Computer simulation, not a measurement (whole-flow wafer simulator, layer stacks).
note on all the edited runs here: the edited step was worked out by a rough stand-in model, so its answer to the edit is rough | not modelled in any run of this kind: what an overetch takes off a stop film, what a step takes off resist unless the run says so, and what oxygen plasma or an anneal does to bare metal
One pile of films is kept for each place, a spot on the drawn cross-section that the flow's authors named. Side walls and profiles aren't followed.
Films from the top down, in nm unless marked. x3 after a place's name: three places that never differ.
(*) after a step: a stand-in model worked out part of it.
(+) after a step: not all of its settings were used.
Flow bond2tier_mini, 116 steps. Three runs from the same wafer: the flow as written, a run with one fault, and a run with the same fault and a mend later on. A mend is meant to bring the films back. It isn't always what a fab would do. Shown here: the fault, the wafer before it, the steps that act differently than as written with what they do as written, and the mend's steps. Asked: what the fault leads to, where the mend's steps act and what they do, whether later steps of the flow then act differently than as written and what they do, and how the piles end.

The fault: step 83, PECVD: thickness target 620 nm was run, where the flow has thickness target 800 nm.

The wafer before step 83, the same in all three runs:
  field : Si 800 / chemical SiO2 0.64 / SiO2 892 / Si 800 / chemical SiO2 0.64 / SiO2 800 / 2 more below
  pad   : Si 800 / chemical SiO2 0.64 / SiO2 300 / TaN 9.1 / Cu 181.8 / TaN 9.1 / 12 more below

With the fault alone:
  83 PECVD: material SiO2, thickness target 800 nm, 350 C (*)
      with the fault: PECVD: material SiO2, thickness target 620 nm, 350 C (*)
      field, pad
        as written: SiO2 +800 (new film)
        with the fault: SiO2 +620 (new film)
  No later step of the flow acts differently than as written at any place that is followed.
  At the end the piles differ from the flow's by more than 2% or 0.5 nm, whichever is larger, at field, pad.
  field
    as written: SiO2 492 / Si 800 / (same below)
    with the fault: SiO2 312 / Si 800 / (same below)
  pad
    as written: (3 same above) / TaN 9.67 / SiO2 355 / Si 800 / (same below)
    with the fault: (3 same above) / TaN 9.67 / SiO2 175 / Si 800 / (same below)

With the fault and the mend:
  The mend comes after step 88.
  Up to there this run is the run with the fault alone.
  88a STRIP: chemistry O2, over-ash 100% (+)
      field
        KrF resist -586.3 (all of it)
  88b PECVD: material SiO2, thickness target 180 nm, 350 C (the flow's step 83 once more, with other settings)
      field, pad
        SiO2 +180
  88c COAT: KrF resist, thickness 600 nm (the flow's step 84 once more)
      field, pad
        KrF resist +600 (new film)
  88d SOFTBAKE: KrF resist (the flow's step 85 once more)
      changes no film at any place that is followed
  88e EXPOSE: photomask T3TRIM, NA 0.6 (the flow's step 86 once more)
      changes no film at any place that is followed
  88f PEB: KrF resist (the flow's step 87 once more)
      changes no film at any place that is followed
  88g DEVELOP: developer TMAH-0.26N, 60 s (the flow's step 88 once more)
      field
        KrF resist -13.7
      pad
        KrF resist -600 (all of it)
  No later step of the flow acts differently than as written at any place that is followed.
  At the end the piles are the same as the flow's at every place that both follow.
